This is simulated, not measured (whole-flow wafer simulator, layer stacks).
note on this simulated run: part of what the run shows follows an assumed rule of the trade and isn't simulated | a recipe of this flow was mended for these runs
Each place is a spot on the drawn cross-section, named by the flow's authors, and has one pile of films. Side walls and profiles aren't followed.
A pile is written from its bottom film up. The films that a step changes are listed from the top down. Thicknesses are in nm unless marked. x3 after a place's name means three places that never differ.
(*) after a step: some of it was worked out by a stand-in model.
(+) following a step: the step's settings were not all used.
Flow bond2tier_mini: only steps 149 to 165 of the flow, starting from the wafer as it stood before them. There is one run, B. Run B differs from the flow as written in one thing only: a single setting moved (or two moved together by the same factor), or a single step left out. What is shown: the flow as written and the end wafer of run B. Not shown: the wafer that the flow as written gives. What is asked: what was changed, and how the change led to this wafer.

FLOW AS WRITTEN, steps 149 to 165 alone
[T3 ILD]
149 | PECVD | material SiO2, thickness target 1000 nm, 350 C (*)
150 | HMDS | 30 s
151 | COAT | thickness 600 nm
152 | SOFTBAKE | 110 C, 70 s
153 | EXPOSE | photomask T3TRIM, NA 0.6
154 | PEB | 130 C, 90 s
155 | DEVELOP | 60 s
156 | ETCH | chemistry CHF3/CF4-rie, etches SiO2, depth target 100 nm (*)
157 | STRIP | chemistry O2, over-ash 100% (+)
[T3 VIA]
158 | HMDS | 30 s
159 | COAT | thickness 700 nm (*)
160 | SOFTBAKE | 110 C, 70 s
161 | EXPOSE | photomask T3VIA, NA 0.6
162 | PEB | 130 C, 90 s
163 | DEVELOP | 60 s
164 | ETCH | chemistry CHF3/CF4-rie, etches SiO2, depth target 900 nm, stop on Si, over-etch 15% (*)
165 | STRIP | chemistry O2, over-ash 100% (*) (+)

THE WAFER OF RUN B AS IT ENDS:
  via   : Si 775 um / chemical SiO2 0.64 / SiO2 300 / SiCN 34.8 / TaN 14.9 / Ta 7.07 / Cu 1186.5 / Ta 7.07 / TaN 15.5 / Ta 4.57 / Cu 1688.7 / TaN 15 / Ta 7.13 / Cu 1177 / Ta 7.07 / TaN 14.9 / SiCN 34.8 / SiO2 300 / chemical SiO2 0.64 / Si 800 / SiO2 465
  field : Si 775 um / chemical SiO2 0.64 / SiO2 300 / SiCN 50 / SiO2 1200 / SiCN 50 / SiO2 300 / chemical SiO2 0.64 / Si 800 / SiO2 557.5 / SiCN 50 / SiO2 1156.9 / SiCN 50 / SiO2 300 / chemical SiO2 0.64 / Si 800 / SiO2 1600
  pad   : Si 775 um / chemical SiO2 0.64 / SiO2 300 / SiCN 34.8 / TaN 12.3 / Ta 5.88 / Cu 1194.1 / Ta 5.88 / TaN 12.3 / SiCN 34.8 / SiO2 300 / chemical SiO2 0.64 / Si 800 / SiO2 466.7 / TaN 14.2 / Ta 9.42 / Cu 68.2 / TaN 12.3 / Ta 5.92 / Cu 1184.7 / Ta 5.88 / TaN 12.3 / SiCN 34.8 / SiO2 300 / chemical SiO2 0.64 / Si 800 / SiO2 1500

What caused this: step 149, PECVD: thickness target 1600 nm was run, whereas the flow has thickness target 1000 nm.
One can read it off the wafer: field has SiO2 1600, and step 149 as written asks for 1000 nm.

The path from the change to this, step by step:
  149 | PECVD | material SiO2, thickness target 1000 nm, 350 C (*)
      field, pad, via: SiO2 gains 1600 (new film) (in the flow as written it would be: SiO2 gains 1000 (new film))
  164 | ETCH | chemistry CHF3/CF4-rie, etches SiO2, depth target 900 nm, stop on Si, over-etch 15% (*)
      via: SiO2 loses 1035 (in the flow as written it would be: SiO2 loses 900 (all of it), Si loses 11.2)
